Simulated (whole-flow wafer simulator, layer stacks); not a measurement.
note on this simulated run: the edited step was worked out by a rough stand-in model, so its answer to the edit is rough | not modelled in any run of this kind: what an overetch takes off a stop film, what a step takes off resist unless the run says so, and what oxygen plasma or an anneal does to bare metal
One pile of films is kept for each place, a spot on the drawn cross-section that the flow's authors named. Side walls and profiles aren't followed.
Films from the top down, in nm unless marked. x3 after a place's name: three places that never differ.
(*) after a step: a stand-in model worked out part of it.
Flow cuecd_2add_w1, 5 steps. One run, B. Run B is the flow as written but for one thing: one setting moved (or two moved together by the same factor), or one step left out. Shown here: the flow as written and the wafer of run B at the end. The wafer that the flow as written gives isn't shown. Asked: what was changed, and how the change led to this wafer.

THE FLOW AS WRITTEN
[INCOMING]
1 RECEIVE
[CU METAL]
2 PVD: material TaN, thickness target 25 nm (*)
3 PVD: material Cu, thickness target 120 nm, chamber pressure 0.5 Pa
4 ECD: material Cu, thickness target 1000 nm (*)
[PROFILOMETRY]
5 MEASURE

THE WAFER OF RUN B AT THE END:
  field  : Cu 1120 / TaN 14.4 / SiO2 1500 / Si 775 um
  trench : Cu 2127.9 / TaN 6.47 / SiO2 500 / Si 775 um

The cause: step 2, PVD: thickness target 14.4 nm was run, where the flow has thickness target 25 nm.
It can be read off the wafer: field has TaN 14.4, and step 2 as written asks for 25 nm.

How the change led to this, step by step:
  2 PVD: material TaN, thickness target 25 nm (*)
      field: TaN +14.4 (new film) (as written it would be: TaN +25 (new film))
      trench: TaN +6.47 (new film) (as written it would be: TaN +11.2 (new film))
